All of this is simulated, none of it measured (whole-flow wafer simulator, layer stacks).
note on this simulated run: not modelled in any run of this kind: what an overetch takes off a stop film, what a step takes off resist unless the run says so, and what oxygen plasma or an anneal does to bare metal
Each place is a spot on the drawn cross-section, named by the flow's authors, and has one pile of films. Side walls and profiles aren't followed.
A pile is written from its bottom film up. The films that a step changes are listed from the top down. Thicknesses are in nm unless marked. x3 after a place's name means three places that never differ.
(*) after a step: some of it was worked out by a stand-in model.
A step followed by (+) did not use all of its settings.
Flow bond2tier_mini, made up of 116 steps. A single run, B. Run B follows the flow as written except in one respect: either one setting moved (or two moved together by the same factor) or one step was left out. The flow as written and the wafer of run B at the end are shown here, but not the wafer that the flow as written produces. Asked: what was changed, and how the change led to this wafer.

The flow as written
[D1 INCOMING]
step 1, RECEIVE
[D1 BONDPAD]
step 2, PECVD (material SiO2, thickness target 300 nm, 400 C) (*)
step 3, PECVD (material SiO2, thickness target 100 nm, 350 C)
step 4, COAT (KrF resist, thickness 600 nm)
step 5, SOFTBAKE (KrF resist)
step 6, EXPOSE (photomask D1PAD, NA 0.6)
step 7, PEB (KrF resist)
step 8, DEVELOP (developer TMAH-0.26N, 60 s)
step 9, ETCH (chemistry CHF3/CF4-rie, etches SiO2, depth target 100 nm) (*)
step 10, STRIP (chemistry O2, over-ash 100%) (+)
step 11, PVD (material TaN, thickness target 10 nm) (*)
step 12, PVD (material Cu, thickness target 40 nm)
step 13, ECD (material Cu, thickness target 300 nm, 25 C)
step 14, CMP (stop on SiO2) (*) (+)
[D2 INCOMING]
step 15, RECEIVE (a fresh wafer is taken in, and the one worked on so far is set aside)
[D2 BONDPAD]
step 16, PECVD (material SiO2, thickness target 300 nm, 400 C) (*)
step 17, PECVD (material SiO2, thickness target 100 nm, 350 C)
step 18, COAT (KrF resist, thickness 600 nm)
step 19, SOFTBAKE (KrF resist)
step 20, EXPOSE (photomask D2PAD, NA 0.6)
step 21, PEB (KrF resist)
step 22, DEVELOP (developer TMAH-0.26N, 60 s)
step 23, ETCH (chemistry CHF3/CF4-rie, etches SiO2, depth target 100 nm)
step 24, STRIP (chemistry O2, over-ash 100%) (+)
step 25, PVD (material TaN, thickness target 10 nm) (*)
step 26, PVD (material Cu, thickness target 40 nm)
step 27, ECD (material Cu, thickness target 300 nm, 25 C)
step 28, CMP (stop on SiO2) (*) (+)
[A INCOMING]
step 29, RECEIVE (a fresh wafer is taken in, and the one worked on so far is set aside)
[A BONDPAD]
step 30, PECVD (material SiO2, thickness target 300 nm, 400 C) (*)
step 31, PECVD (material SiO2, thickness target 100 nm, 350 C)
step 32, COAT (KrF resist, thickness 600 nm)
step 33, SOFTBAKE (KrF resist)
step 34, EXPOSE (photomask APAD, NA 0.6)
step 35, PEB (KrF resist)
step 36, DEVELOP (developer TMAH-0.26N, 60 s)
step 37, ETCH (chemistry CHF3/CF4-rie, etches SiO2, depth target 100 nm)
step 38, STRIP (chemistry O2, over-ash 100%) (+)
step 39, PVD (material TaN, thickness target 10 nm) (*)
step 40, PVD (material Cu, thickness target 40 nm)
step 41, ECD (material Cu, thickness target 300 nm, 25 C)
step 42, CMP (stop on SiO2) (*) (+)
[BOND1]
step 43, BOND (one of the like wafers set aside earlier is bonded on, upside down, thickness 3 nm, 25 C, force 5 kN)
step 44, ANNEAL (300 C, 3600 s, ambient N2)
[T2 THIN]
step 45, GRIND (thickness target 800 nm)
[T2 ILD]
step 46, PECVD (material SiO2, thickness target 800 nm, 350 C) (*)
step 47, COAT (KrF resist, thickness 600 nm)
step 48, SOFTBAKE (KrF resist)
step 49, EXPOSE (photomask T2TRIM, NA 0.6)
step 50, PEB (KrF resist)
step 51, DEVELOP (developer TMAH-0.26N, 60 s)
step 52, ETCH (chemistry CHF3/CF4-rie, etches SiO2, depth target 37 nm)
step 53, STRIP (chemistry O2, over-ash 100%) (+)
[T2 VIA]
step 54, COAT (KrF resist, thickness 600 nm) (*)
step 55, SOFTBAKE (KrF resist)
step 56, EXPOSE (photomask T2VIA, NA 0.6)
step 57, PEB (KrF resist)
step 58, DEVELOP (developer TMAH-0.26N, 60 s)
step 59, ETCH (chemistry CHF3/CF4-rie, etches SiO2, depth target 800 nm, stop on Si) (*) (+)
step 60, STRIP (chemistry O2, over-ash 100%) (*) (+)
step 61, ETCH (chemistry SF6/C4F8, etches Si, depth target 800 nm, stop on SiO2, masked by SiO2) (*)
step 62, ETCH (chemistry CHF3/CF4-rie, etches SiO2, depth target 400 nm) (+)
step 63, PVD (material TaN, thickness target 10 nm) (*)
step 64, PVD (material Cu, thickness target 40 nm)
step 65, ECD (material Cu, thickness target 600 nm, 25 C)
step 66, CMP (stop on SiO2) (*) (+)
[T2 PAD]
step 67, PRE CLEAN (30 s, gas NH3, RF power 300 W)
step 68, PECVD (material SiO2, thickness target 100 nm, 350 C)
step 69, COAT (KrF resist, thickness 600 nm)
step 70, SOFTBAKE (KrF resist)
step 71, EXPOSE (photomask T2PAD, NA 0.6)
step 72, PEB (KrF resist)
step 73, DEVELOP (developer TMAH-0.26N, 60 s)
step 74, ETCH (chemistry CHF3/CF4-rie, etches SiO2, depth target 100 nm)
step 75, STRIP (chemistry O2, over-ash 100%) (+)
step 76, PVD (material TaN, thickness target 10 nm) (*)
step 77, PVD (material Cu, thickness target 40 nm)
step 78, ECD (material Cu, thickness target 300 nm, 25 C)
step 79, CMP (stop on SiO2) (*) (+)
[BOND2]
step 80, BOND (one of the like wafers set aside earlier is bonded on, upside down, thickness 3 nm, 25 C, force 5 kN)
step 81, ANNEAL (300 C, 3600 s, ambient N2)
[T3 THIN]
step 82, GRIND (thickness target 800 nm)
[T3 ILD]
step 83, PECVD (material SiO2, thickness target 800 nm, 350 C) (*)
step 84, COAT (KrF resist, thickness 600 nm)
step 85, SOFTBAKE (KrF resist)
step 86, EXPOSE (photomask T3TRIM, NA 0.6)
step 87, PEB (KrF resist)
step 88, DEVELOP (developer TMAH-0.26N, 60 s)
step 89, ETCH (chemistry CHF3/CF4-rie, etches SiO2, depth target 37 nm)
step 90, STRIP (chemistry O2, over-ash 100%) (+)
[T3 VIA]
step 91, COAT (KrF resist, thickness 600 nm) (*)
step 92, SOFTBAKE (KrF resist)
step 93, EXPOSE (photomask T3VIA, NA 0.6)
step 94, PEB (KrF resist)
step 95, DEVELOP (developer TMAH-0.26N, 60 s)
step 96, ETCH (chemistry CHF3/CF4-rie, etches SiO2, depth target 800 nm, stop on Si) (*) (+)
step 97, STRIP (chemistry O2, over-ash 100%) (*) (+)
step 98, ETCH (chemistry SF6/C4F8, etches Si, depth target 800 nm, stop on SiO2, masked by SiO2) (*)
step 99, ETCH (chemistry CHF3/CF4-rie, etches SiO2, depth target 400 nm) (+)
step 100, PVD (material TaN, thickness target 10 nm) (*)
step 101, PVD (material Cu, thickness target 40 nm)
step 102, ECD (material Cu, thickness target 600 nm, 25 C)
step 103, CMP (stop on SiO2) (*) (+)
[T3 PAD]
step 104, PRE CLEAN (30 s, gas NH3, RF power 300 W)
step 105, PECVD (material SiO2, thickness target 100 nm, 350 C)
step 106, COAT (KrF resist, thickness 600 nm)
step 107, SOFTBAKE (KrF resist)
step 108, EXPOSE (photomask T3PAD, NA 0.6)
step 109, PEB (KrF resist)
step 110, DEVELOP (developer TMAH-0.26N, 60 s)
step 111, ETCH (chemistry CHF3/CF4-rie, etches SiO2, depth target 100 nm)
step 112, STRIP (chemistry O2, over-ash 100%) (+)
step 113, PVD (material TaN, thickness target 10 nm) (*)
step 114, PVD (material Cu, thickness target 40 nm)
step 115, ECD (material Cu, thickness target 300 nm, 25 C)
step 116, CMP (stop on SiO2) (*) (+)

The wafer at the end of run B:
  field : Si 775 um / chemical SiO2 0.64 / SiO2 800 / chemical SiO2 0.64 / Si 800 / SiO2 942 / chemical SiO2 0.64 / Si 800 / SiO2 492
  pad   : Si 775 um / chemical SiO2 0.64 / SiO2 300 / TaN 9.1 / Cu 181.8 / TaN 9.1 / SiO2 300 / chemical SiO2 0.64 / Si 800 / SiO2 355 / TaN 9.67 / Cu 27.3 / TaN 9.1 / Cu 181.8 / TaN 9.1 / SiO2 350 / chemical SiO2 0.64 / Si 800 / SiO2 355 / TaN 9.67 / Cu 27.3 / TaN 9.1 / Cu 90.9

Cause: step 17, PECVD: thickness target 150 nm was run, though the flow has thickness target 100 nm.

How this came from the change, step by step:
  step 17, PECVD (material SiO2, thickness target 100 nm, 350 C)
      field, pad, via: +150 SiO2 (as written it would have been: +100 SiO2)
  step 80, BOND (one of the like wafers set aside earlier is bonded on, upside down, thickness 3 nm, 25 C, force 5 kN)
      field: +775 um Si (new film), +0.64 chemical SiO2 (new film), +450 SiO2 (as written it would have been: +775 um Si (new film), +0.64 chemical SiO2 (new film), +400 SiO2)
      pad: +775 um Si (new film), +0.64 chemical SiO2 (new film), +350 SiO2 (new film), +9.1 TaN (new film), +90.9 Cu (as written it would have been: +775 um Si (new film), +0.64 chemical SiO2 (new film), +300 SiO2 (new film), +9.1 TaN (new film), +90.9 Cu)
